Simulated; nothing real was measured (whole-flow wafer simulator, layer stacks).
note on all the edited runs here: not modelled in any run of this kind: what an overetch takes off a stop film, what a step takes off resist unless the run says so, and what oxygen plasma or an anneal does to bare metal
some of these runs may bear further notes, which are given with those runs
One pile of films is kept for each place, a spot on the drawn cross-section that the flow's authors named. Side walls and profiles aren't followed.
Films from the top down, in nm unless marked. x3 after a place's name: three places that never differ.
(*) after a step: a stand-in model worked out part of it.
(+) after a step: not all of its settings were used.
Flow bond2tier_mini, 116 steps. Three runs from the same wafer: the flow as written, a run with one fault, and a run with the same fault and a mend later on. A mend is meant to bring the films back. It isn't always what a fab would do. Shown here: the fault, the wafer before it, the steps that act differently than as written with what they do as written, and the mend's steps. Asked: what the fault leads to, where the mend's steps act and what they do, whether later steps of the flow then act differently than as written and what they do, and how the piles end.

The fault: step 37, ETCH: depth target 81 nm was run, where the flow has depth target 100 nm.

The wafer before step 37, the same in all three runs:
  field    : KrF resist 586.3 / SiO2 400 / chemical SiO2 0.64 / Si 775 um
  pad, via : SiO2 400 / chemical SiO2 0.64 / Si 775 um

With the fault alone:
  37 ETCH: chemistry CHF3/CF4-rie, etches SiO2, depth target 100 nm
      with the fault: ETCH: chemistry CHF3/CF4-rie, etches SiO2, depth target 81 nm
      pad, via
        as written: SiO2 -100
        with the fault: SiO2 -81
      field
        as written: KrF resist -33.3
        with the fault: KrF resist -27
  Later steps of the flow that act differently than as written (3 more steps differ only slightly, by at most 2% or 0.5 nm, whichever is larger, and aren't shown):
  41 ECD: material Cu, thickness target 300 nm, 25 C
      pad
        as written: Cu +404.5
        with the fault: Cu +384.7
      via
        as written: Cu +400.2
        with the fault: Cu +381.1
  At the end the piles differ from the flow's by more than 2% or 0.5 nm, whichever is larger, at pad.
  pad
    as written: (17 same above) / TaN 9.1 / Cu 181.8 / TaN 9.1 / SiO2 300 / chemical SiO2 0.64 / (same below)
    with the fault: (17 same above) / TaN 9.1 / Cu 162.6 / TaN 9.27 / SiO2 319 / chemical SiO2 0.64 / (same below)

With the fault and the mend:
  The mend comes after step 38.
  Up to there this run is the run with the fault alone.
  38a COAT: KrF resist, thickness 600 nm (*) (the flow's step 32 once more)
      field
        KrF resist +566 (new film)
      pad
        KrF resist +635.6 (new film)
      via
        KrF resist +630.9 (new film)
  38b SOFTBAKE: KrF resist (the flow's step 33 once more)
      changes no film at any place that is followed
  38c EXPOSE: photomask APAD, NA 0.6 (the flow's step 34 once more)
      changes no film at any place that is followed
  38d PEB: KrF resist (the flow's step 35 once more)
      changes no film at any place that is followed
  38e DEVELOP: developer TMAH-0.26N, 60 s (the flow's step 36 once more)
      field
        KrF resist -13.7
      pad
        KrF resist -635.6 (all of it)
      via
        KrF resist -630.9 (all of it)
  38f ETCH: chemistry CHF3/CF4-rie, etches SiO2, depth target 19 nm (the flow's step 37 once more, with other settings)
      pad, via
        SiO2 -19
      field
        KrF resist -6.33
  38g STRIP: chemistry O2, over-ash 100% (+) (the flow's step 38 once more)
      field
        KrF resist -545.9 (all of it)
  No later step of the flow acts differently than as written at any place that is followed.
  At the end the piles are the same as the flow's at every place that both follow.
